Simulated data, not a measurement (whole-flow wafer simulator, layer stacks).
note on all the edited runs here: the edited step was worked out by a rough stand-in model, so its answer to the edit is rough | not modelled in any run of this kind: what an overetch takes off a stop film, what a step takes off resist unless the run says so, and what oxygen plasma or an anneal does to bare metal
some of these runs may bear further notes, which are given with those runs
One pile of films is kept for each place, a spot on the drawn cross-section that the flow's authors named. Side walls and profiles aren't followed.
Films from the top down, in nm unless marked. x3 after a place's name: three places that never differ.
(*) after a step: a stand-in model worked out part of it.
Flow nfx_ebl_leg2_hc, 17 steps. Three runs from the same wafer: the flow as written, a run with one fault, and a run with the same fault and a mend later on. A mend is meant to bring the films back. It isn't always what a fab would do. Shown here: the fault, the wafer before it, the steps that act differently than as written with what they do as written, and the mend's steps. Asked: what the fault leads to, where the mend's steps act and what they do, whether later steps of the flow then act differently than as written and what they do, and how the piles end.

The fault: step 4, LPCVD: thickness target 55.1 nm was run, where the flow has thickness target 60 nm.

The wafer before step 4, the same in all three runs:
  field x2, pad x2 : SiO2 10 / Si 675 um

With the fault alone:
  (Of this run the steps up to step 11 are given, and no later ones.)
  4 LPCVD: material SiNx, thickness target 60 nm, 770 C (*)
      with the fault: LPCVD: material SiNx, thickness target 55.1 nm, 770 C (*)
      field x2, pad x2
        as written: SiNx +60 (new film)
        with the fault: SiNx +55.1 (new film)
  No later step of the flow up to step 11 acts differently than as written at any place that is followed.
  After step 11 the piles differ from the flow's by more than 2% or 0.5 nm, whichever is larger, at field x2, pad x2.
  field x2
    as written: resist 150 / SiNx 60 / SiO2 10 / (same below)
    with the fault: resist 150 / SiNx 55.1 / SiO2 10 / (same below)
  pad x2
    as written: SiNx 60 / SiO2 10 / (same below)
    with the fault: SiNx 55.1 / SiO2 10 / (same below)

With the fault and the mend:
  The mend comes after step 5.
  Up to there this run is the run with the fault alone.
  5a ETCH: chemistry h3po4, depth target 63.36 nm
      field x2, pad x2
        SiNx -55.1 (all of it)
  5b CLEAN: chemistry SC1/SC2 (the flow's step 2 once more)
      changes no film at any place that is followed
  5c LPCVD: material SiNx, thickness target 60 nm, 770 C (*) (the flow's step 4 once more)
      field x2, pad x2
        SiNx +60 (new film)
  No later step of the flow acts differently than as written at any place that is followed.
  At the end the piles are the same as the flow's at every place that both follow.
